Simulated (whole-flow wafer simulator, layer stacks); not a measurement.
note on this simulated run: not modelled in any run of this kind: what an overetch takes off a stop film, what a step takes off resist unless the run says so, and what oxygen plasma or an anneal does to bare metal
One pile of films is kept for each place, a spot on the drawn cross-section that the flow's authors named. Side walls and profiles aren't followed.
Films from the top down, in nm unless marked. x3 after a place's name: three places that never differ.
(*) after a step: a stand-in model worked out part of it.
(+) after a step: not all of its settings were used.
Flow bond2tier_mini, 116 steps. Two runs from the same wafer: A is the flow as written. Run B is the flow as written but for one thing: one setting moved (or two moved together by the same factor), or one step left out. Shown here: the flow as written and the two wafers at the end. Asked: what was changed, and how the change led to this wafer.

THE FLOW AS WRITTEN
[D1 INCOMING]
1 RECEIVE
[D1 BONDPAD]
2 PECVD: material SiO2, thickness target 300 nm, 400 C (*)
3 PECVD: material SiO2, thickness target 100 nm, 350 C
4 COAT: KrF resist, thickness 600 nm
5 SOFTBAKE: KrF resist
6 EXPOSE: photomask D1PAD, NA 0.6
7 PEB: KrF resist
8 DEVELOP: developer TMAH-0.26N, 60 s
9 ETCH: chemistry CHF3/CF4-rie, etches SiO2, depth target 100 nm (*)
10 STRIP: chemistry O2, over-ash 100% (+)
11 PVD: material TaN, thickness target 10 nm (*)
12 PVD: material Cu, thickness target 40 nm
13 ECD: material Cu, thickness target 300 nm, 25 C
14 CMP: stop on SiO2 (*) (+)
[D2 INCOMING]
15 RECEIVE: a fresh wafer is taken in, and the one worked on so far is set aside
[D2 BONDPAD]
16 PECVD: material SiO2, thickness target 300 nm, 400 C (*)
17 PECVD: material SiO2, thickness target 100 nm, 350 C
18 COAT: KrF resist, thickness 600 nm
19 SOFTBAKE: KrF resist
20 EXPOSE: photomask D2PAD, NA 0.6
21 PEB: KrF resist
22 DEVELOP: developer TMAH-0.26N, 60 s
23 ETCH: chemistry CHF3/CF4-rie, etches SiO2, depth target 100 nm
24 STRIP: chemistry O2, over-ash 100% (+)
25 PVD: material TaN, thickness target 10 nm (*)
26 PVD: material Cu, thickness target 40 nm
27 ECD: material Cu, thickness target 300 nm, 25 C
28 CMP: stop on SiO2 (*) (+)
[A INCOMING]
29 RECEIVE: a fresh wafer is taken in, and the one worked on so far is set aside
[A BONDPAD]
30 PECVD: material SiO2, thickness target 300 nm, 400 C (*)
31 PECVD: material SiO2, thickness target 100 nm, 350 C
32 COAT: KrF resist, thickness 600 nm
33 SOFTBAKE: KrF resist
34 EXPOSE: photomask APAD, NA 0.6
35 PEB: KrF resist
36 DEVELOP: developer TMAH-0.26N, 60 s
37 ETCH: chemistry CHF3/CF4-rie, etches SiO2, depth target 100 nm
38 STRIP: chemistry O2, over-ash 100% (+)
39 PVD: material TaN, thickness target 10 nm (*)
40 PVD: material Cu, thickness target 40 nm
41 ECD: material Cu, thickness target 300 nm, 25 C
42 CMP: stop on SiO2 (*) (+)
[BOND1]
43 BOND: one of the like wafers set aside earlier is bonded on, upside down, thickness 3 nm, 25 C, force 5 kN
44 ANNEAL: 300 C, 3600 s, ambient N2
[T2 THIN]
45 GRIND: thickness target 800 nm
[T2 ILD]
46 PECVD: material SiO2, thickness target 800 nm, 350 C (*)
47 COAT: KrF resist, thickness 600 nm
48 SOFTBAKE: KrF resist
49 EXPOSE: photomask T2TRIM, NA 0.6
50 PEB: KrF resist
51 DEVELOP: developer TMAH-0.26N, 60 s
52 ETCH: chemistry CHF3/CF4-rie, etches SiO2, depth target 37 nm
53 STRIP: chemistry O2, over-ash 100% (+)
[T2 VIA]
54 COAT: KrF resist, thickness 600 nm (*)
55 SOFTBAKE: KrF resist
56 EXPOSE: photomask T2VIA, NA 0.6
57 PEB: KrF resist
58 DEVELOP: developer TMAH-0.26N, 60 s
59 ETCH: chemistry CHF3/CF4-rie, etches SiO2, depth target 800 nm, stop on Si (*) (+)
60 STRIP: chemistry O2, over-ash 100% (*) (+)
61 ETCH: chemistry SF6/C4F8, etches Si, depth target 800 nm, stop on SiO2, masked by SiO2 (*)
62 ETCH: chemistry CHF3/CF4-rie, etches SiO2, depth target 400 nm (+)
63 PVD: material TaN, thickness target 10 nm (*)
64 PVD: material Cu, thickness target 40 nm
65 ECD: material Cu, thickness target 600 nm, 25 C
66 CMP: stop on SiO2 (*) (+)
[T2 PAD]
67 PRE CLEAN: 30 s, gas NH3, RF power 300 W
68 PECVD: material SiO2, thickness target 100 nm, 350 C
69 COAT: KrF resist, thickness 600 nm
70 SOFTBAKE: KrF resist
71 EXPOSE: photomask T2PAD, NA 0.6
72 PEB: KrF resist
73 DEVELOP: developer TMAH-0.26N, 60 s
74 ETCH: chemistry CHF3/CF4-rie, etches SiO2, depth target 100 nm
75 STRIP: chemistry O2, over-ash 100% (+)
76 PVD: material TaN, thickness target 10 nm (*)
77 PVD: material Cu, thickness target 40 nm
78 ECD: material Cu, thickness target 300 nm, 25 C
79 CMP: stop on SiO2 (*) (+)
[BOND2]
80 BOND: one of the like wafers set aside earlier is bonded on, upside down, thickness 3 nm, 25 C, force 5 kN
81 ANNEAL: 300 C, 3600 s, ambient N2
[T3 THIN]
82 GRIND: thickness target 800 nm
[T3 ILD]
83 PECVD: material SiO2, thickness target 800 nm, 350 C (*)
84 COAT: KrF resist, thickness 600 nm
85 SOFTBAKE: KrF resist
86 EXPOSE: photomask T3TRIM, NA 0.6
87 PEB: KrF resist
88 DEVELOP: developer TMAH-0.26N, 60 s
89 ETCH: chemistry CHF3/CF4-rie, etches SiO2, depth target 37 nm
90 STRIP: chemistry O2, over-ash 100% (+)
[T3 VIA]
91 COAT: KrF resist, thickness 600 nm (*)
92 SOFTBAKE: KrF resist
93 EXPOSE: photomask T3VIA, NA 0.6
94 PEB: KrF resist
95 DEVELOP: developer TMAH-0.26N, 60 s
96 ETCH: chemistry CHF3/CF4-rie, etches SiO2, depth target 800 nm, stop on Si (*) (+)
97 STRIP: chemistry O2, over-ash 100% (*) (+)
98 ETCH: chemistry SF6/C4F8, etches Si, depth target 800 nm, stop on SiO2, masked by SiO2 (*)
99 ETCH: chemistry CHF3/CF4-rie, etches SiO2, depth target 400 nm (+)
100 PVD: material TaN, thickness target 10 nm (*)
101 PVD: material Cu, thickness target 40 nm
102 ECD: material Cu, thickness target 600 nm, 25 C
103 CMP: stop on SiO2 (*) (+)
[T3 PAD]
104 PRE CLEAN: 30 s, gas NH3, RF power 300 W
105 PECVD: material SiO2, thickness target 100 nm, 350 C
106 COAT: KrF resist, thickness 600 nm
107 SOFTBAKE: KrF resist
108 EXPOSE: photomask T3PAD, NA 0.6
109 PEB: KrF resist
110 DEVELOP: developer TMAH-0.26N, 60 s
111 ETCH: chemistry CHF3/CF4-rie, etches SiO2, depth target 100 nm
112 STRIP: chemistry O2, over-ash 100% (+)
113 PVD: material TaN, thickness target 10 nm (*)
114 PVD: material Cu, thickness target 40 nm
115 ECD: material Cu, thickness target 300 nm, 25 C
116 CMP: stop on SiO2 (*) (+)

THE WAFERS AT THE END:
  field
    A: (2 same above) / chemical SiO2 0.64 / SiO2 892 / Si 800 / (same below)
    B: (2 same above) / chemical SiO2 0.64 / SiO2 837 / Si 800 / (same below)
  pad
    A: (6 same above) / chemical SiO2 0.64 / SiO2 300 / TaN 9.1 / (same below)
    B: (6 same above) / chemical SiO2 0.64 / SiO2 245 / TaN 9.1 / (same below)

The cause: step 17, PECVD: thickness target 45 nm was run, where the flow has thickness target 100 nm.

How the change led to this, step by step:
  17 PECVD: material SiO2, thickness target 100 nm, 350 C
      field, pad, via: A SiO2 +100 | B SiO2 +45
  80 BOND: one of the like wafers set aside earlier is bonded on, upside down, thickness 3 nm, 25 C, force 5 kN
      field: A Si +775 um (new film), chemical SiO2 +0.64 (new film), SiO2 +400 | B Si +775 um (new film), chemical SiO2 +0.64 (new film), SiO2 +345
      pad: A Si +775 um (new film), chemical SiO2 +0.64 (new film), SiO2 +300 (new film), TaN +9.1 (new film), Cu +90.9 | B Si +775 um (new film), chemical SiO2 +0.64 (new film), SiO2 +245 (new film), TaN +9.1 (new film), Cu +90.9
